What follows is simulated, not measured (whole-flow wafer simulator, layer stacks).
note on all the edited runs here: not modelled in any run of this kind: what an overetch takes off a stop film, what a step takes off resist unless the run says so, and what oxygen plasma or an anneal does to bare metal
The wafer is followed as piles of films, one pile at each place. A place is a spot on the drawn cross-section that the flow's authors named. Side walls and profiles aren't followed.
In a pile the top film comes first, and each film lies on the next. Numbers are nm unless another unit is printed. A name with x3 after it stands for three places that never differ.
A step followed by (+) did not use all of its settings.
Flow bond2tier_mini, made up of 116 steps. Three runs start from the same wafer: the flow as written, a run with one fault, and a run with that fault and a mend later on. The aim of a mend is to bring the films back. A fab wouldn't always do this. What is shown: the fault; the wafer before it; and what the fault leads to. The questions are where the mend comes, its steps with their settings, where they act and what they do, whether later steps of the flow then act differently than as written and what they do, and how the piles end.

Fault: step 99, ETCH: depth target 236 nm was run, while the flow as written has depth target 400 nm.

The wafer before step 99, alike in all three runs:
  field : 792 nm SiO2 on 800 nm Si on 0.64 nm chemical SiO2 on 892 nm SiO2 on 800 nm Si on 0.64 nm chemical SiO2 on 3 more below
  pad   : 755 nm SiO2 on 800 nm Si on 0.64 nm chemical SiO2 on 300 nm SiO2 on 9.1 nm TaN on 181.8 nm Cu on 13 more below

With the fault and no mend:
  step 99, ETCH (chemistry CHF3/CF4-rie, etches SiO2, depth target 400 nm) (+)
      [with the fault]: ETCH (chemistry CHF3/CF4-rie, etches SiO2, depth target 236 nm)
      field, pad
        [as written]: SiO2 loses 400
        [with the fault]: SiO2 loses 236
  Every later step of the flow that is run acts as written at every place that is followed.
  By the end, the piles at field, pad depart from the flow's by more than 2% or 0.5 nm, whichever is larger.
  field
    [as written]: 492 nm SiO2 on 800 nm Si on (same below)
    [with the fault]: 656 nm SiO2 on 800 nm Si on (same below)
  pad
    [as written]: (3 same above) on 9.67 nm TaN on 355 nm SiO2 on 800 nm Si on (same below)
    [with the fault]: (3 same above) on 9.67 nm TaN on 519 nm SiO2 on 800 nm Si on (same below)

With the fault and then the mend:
  The mend follows step 99.
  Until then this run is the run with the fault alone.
  step 99a, ETCH (chemistry CHF3/CF4-rie, etches SiO2, depth target 164 nm) (+) (a further turn of the flow's step 99, with different settings)
      field, pad
        SiO2 loses 164
  Every later step of the flow that is run acts as written at every place that is followed.
  The piles end the same as the flow's at every place that both follow.
